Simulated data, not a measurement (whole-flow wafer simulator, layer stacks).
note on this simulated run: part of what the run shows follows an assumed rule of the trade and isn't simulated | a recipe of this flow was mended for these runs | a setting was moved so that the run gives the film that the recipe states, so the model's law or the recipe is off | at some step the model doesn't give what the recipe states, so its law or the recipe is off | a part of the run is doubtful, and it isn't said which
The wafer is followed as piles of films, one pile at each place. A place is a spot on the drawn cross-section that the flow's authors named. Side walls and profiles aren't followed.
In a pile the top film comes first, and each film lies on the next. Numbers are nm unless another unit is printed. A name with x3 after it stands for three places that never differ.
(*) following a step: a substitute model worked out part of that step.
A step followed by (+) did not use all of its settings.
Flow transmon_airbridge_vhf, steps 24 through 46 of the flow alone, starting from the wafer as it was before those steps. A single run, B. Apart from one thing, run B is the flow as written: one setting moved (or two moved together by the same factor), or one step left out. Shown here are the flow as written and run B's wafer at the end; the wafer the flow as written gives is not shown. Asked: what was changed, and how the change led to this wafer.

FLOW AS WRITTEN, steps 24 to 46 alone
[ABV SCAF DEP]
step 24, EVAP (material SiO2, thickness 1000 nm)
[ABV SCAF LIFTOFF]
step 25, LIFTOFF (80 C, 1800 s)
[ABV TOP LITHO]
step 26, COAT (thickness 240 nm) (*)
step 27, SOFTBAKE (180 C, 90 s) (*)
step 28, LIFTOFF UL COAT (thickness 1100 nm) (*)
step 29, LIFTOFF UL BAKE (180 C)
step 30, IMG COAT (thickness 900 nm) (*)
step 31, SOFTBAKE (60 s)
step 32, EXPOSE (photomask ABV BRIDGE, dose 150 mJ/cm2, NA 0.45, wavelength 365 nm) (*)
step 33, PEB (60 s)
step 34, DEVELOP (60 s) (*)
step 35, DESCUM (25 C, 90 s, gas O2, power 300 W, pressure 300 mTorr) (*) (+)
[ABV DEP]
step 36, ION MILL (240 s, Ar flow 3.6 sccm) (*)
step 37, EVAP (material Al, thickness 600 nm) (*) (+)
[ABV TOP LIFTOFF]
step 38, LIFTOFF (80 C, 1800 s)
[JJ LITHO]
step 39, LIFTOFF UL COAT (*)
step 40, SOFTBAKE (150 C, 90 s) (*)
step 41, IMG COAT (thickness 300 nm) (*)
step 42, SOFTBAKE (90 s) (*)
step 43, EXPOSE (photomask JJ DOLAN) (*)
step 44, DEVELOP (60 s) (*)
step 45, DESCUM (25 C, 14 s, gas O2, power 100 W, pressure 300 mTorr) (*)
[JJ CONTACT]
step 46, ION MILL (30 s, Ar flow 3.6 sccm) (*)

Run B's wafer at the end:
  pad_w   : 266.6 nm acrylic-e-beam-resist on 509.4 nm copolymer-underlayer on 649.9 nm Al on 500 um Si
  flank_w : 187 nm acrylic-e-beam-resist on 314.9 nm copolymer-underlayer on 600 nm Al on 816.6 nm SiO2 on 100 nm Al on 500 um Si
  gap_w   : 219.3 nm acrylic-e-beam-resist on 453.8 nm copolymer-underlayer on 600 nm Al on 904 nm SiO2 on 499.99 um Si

The reason: step 24, EVAP: thickness 928 nm was run, though the flow has thickness 1000 nm.

How this came from the change, step by step:
  step 24, EVAP (material SiO2, thickness 1000 nm)
      field x3, jj_line, ground_far and 10 more: +928 SiO2 (new film) (it would be, as written: +1000 SiO2 (new film))
      flank_w, flank_e: +840.6 SiO2 (new film) (it would be, as written: +905.8 SiO2 (new film))
  step 25, LIFTOFF (80 C, 1800 s)
      field x3, jj_line, trace_open_s x2: -928 SiO2 (all of it), -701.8 i-line-resist (all of it), -1100 lift-off-underlayer (all of it), -240 acrylic-e-beam-resist (all of it) (it would be, as written: -1000 SiO2 (all of it), -701.8 i-line-resist (all of it), -1100 lift-off-underlayer (all of it), -240 acrylic-e-beam-resist (all of it))
      pad_w, pad_e: -928 SiO2 (all of it), -696.3 i-line-resist (all of it), -1089.9 lift-off-underlayer (all of it), -239.3 acrylic-e-beam-resist (all of it) (it would be, as written: -1000 SiO2 (all of it), -696.3 i-line-resist (all of it), -1089.9 lift-off-underlayer (all of it), -239.3 acrylic-e-beam-resist (all of it))
      (as well as at 1 more place)
  step 26, COAT (thickness 240 nm) (*)
      margin_s, margin_n: +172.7 acrylic-e-beam-resist (new film) (it would be, as written: +168.6 acrylic-e-beam-resist (new film))
  step 28, LIFTOFF UL COAT (thickness 1100 nm) (*)
      margin_s, margin_n: +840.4 lift-off-underlayer (new film) (it would be, as written: +823.4 lift-off-underlayer (new film))
  step 30, IMG COAT (thickness 900 nm) (*)
      gap_w, gap_e: +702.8 i-line-resist (new film) (it would be, as written: +685.3 i-line-resist (new film))
      margin_s, margin_n: +626.1 i-line-resist (new film) (it would be, as written: +603.2 i-line-resist (new film))
      (as well as at 2 more places)
  step 33, PEB (60 s)
      gap_w, gap_e: -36 i-line-resist (it would be, as written: -35 i-line-resist)
      margin_s, margin_n: -31.9 i-line-resist (it would be, as written: -30.7 i-line-resist)
      (as well as at 2 more places)
  step 34, DEVELOP (60 s) (*)
      gap_w, gap_e: -666.8 i-line-resist (all of it), -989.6 lift-off-underlayer (all of it) (it would be, as written: -650.2 i-line-resist (all of it), -979.6 lift-off-underlayer (all of it))
      cpw_trace: -642.7 i-line-resist (all of it), -978.9 lift-off-underlayer (all of it) (it would be, as written: -627 i-line-resist (all of it), -970.5 lift-off-underlayer (all of it))
      (as well as at 1 more place)
  step 38, LIFTOFF (80 C, 1800 s)
      margin_s, margin_n: -600 Al (all of it), -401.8 i-line-resist (all of it), -840.4 lift-off-underlayer (all of it), -172.7 acrylic-e-beam-resist (all of it) (it would be, as written: -600 Al (all of it), -378.2 i-line-resist (all of it), -823.4 lift-off-underlayer (all of it), -168.6 acrylic-e-beam-resist (all of it))
  step 39, LIFTOFF UL COAT (*)
      flank_w, flank_e: +314.9 copolymer-underlayer (new film) (it would be, as written: +308 copolymer-underlayer (new film))
